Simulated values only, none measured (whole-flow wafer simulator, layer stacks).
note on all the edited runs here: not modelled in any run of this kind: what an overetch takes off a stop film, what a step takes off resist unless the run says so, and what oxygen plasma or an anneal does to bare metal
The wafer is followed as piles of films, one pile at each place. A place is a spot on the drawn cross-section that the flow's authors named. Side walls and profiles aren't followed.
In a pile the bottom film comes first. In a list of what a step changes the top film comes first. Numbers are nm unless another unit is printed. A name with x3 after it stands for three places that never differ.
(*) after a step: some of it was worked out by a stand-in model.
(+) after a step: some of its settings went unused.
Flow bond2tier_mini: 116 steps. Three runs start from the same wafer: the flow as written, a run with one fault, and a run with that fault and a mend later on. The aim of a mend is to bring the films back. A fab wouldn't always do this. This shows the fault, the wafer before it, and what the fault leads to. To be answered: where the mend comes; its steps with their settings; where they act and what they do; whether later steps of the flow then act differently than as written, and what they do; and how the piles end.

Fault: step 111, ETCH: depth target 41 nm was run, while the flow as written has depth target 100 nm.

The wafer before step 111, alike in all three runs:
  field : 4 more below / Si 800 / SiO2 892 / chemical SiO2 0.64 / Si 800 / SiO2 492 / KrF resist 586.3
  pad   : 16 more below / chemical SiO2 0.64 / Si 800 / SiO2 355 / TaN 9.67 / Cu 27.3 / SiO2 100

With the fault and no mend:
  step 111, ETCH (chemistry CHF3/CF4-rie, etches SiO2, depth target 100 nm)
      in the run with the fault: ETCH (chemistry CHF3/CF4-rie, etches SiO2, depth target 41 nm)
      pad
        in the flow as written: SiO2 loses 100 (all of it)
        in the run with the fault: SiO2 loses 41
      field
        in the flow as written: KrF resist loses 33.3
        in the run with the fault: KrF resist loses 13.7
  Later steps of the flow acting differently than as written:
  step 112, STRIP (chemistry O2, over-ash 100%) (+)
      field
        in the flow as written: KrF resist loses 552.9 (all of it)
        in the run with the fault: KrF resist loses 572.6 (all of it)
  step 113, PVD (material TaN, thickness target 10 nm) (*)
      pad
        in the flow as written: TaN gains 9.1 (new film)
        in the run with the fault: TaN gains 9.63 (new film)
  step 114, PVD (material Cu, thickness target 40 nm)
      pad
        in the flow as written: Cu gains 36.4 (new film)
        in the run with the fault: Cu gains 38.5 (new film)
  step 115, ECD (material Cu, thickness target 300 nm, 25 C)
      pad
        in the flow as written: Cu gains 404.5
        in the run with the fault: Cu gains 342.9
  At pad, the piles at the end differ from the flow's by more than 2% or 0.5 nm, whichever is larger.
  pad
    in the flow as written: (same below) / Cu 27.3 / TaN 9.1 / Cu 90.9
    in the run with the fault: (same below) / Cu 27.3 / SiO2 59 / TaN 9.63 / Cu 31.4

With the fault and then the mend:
  The mend stands after step 111.
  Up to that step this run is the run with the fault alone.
  step 111a, ETCH (chemistry CHF3/CF4-rie, etches SiO2, depth target 59 nm) (a further turn of the flow's step 111, with different settings)
      field
        KrF resist loses 19.7
      pad
        SiO2 loses 59 (all of it)
  Later steps of the flow that are run all act as written at every place that is followed.
  At every place that both follow, the piles at the end match the flow's.
